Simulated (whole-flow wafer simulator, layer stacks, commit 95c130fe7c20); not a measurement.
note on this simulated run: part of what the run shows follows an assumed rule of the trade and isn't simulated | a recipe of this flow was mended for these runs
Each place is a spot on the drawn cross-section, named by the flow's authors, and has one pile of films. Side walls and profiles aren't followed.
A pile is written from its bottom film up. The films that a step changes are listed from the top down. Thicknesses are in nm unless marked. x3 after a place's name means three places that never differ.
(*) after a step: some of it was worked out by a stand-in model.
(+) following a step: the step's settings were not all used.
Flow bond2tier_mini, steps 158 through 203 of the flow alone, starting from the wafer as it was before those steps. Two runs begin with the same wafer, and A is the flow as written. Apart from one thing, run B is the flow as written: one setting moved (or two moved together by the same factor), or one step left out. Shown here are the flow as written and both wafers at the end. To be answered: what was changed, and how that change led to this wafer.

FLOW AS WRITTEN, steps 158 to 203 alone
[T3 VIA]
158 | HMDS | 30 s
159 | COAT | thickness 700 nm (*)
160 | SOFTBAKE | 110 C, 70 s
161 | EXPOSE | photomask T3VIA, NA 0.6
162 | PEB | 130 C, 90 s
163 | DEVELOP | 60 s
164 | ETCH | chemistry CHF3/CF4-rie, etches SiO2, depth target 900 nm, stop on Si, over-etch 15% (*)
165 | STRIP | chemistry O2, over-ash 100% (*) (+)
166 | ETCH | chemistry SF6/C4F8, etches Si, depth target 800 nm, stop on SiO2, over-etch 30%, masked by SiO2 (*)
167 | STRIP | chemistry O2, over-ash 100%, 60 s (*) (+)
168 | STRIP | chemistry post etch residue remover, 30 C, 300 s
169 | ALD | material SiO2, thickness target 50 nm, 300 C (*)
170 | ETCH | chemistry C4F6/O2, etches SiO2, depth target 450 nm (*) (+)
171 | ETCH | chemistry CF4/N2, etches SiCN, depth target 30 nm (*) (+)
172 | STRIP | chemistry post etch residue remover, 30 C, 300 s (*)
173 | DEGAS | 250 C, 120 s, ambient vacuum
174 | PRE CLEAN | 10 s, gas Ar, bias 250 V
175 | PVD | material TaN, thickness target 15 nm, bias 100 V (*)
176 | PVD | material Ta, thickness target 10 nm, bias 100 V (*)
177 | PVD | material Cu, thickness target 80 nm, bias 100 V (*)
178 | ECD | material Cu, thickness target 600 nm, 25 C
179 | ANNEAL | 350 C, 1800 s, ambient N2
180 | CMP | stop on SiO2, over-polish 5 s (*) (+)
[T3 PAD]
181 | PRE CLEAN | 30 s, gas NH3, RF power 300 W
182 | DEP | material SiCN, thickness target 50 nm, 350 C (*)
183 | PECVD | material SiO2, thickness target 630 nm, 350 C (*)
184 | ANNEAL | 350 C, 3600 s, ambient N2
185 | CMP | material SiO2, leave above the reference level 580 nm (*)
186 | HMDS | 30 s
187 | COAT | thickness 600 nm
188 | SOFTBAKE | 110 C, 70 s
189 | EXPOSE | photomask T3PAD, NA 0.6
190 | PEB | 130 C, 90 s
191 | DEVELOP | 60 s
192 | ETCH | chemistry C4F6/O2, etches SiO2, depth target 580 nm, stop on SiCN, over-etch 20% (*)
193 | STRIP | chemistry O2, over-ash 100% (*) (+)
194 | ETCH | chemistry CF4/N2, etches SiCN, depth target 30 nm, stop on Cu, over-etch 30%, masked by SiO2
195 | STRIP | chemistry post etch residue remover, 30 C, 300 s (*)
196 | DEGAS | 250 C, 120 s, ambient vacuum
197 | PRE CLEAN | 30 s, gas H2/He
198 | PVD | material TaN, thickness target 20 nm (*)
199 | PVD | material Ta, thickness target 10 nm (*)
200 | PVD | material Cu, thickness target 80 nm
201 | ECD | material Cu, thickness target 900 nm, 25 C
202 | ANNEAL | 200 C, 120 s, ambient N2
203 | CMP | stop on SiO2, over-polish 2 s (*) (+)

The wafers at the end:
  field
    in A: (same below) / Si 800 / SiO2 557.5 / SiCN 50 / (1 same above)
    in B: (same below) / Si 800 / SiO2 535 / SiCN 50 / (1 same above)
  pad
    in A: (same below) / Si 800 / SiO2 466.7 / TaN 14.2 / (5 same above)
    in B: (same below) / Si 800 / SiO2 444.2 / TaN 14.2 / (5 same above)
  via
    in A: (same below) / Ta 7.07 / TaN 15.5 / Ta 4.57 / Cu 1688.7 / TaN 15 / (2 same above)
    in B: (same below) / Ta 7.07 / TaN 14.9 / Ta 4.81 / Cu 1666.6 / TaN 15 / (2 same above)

What caused this: step 169, ALD: thickness target 27.5 nm was run, while the flow as written has thickness target 50 nm.

Step by step, how the change led to this:
  169 | ALD | material SiO2, thickness target 50 nm, 300 C (*)
      field, pad, via: A +50 SiO2 | B +27.5 SiO2
  170 | ETCH | chemistry C4F6/O2, etches SiO2, depth target 450 nm (*) (+)
      via: A -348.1 SiO2 (all of it), -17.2 SiCN | B -325.6 SiO2 (all of it), -21 SiCN
  171 | ETCH | chemistry CF4/N2, etches SiCN, depth target 30 nm (*) (+)
      via: A -17.6 SiCN (all of it), -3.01 TaN | B -13.9 SiCN (all of it), -3.94 TaN
  177 | PVD | material Cu, thickness target 80 nm, bias 100 V (*)
      via: A +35 Cu (new film) | B +37 Cu (new film)
